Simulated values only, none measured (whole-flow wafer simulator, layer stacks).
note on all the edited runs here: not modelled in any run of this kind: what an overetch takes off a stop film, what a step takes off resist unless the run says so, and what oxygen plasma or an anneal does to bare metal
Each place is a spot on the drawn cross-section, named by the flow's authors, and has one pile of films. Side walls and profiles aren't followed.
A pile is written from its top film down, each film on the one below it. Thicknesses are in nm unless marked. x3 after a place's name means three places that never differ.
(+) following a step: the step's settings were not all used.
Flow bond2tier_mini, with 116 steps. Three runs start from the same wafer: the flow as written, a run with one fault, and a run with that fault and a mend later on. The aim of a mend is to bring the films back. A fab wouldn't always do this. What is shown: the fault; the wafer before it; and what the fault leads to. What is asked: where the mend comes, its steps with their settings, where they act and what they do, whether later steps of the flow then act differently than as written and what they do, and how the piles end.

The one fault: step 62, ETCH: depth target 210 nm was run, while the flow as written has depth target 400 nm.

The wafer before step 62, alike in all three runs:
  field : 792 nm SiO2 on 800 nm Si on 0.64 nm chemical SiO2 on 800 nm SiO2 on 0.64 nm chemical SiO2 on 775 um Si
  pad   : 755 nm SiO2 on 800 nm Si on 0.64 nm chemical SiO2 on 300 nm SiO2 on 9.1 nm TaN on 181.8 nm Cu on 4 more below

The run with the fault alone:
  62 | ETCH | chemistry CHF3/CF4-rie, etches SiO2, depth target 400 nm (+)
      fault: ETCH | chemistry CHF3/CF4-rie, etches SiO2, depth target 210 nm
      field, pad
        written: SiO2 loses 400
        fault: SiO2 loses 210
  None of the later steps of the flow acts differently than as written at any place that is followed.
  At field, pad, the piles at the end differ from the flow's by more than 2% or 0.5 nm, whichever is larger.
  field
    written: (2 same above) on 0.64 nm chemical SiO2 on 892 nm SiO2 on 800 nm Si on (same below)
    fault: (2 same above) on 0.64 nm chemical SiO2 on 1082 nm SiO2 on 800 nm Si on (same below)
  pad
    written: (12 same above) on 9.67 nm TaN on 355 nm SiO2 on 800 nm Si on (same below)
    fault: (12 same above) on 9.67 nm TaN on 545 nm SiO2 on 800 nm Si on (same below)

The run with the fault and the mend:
  After step 62 comes the mend.
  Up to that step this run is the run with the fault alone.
  62a | ETCH | chemistry CHF3/CF4-rie, etches SiO2, depth target 190 nm (+) (the flow's step 62, run once more with other settings)
      field, pad
        SiO2 loses 190
  None of the later steps of the flow acts differently than as written at any place that is followed.
  The piles end the same as the flow's at every place that both follow.
